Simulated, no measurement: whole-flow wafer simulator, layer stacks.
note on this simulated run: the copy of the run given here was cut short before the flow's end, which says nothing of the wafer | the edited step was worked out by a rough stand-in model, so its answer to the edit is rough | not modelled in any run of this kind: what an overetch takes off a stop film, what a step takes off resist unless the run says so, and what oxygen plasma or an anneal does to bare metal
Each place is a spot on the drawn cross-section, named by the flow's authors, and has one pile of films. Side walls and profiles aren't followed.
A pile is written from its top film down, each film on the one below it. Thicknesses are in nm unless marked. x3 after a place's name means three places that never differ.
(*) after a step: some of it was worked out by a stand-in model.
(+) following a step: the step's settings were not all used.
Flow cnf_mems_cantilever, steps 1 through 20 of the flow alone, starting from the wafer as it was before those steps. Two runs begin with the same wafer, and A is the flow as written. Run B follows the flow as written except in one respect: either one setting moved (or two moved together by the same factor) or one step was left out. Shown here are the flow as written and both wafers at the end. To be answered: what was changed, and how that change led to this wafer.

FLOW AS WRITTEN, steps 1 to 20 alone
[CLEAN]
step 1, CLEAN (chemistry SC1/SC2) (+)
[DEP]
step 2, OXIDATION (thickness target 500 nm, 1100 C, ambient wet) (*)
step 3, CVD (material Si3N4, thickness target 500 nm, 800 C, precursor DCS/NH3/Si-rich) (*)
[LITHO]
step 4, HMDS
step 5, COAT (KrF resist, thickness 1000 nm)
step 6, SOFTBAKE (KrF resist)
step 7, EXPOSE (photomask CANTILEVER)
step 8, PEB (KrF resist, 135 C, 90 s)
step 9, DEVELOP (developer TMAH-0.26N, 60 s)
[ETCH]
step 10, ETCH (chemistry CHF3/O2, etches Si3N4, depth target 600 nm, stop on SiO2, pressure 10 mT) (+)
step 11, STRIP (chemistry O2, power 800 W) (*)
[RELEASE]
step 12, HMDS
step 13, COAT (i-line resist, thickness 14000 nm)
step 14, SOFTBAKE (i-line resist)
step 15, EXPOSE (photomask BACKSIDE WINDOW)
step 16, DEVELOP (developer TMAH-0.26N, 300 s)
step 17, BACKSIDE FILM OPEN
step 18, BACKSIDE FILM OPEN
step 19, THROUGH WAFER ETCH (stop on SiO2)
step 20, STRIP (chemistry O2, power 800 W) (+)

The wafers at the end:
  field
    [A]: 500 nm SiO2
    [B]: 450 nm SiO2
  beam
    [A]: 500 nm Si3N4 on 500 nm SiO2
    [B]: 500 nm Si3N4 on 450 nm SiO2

What caused this: step 2, OXIDATION: thickness target 450 nm was run, whereas the flow has thickness target 500 nm.
The wafer lets one read it off: field has SiO2 450, and step 2 as written asks for 500 nm.

Step by step, how the change led to this:
  step 2, OXIDATION (thickness target 500 nm, 1100 C, ambient wet) (*)
      field, beam: A SiO2 gains 500 (new film), chemical SiO2 loses 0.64 (all of it), Si loses 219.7 | B SiO2 gains 450 (new film), chemical SiO2 loses 0.64 (all of it), Si loses 197.7
  step 19, THROUGH WAFER ETCH (stop on SiO2)
      field: A under 1 film: Si loses 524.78 um (all of it) | B under 1 film: Si loses 524.8 um (all of it)
      beam: A under 2 films: Si loses 524.78 um (all of it) | B under 2 films: Si loses 524.8 um (all of it)
